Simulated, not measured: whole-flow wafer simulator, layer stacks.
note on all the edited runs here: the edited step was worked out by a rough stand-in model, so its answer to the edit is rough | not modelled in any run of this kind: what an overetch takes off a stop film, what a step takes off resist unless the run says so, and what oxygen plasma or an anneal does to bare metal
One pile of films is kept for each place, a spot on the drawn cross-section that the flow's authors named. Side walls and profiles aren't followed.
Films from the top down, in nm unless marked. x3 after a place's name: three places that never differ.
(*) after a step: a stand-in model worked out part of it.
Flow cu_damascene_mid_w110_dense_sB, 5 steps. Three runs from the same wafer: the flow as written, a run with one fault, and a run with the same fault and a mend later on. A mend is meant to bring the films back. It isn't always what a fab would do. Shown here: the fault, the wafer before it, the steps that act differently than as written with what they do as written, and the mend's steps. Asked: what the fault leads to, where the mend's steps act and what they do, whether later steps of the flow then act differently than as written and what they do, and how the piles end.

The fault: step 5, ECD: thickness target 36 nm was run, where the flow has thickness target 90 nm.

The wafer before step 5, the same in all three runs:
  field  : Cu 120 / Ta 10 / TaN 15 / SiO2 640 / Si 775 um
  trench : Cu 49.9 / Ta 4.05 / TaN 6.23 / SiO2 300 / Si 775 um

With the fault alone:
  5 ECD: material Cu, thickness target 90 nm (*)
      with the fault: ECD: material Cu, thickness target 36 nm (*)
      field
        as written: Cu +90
        with the fault: Cu +36
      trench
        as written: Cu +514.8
        with the fault: Cu +460.8
  No later step of the flow acts differently than as written at any place that is followed.
  At the end the piles differ from the flow's by more than 2% or 0.5 nm, whichever is larger, at field, trench.
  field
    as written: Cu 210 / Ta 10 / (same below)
    with the fault: Cu 156 / Ta 10 / (same below)
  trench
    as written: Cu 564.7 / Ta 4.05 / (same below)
    with the fault: Cu 510.7 / Ta 4.05 / (same below)

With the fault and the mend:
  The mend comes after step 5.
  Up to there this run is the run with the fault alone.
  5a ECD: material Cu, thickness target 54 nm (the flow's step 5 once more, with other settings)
      field, trench
        Cu +54
  No later step of the flow acts differently than as written at any place that is followed.
  At the end the piles are the same as the flow's at every place that both follow.
